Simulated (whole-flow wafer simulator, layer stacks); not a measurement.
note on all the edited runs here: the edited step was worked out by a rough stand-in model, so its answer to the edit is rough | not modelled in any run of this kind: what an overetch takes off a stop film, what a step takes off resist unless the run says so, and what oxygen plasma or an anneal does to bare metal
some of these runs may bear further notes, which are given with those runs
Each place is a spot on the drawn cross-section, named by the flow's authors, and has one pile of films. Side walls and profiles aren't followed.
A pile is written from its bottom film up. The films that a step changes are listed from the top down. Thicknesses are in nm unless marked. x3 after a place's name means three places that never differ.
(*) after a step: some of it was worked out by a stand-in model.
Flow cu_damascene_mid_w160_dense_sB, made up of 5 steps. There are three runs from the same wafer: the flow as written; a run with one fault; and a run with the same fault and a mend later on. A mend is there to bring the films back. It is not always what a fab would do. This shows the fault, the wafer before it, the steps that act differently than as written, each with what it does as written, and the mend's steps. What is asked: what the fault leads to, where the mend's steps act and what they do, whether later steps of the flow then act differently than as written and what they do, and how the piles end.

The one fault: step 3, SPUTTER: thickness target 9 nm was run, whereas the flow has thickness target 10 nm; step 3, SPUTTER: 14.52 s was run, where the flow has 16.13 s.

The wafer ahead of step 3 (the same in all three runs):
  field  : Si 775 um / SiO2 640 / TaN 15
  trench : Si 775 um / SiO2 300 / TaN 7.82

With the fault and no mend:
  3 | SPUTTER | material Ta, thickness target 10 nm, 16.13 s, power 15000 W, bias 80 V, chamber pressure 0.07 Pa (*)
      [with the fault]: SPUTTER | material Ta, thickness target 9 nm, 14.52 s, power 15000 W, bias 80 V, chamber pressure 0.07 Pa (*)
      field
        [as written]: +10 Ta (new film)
        [with the fault]: +9 Ta (new film)
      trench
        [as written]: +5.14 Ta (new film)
        [with the fault]: +4.62 Ta (new film)
  Every later step of the flow that is run acts as written, at every place that is followed, to within 2% or 0.5 nm, whichever is larger.
  By the end, the piles at field, trench depart from the flow's by more than 2% or 0.5 nm, whichever is larger.
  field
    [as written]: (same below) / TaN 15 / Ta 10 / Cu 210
    [with the fault]: (same below) / TaN 15 / Ta 9 / Cu 210
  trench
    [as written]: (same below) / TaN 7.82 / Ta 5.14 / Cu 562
    [with the fault]: (same below) / TaN 7.82 / Ta 4.62 / Cu 561.6

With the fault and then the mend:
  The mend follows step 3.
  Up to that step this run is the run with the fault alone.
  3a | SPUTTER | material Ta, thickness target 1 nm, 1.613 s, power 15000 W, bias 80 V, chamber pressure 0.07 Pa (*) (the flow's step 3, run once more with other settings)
      field
        +1 Ta
      trench
        +0.5 Ta
  Every later step of the flow that is run acts as written at every place that is followed.
  When the end is reached, the piles differ only a little from the flow's at the places that both follow, at most by 2% or 0.5 nm, whichever is larger.
